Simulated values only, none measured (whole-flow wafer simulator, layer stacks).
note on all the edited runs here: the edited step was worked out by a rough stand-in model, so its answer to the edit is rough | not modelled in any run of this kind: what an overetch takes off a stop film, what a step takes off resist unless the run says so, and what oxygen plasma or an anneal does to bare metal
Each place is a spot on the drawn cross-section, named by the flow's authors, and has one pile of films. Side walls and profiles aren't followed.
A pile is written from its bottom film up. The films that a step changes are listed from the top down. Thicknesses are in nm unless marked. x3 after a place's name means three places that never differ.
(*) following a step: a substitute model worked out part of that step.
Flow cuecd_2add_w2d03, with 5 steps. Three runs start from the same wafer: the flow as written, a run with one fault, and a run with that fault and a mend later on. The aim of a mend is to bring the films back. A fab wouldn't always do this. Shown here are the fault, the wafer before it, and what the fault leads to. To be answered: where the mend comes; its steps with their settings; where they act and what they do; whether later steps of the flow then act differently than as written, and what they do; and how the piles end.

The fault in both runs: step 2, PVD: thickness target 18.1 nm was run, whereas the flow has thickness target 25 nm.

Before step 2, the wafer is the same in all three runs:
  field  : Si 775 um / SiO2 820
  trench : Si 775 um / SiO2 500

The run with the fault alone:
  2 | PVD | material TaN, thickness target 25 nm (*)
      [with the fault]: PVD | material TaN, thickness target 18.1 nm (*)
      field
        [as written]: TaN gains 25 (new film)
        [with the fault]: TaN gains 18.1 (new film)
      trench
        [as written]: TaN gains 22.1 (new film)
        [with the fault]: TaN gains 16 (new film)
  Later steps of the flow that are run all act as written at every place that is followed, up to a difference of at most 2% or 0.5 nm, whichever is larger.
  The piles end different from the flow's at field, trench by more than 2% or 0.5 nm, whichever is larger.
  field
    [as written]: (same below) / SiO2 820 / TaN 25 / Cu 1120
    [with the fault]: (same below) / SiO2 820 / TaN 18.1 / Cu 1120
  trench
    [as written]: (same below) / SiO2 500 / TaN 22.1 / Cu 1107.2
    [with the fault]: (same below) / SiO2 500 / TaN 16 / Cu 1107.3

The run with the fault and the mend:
  The mend stands after step 2.
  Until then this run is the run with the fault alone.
  2a | PVD | material TaN, thickness target 6.9 nm (*) (the flow's step 2, run once more with other settings)
      field
        TaN gains 6.9
      trench
        TaN gains 6.09
  Later steps of the flow that are run all act as written at every place that is followed.
  By the end, the piles equal the flow's at every place that both follow.
